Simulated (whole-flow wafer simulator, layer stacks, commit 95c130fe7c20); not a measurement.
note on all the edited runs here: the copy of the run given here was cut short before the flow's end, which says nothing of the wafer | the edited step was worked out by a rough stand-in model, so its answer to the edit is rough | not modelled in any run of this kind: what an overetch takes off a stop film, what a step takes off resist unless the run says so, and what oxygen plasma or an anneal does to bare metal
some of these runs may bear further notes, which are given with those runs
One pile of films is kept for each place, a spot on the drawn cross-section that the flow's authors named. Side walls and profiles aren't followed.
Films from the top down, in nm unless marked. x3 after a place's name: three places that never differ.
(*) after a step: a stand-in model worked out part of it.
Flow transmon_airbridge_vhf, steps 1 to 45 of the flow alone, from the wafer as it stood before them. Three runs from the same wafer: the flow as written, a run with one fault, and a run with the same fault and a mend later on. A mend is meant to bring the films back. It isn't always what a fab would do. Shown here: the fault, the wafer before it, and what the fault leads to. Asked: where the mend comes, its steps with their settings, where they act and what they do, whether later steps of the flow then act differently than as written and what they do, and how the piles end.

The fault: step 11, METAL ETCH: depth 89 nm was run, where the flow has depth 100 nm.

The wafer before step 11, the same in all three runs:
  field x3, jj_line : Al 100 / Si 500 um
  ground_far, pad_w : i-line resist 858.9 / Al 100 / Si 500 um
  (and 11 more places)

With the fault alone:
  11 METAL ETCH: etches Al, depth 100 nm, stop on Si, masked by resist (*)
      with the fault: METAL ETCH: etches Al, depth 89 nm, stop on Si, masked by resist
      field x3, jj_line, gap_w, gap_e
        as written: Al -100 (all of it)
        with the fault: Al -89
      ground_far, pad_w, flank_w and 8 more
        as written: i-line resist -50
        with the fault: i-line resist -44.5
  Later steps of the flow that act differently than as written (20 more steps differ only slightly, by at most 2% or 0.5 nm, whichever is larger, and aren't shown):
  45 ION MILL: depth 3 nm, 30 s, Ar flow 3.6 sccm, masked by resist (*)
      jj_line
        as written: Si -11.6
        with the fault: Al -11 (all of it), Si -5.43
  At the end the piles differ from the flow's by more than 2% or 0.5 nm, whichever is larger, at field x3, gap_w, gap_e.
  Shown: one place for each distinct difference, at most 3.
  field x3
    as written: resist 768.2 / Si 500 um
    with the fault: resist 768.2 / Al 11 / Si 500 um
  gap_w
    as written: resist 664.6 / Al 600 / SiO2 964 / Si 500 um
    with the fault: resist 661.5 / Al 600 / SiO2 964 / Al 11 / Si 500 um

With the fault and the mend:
  The mend comes after step 11.
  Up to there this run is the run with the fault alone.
  11a METAL ETCH: etches Al, depth 11 nm, stop on Si, masked by resist (*) (the flow's step 11 once more, with other settings)
      ground_far, pad_w, flank_w and 8 more
        i-line resist -5.5
      field x3, jj_line, gap_w, gap_e
        Al -11 (all of it)
  No later step of the flow acts differently than as written at any place that is followed.
  At the end the piles are the same as the flow's at every place that both follow.
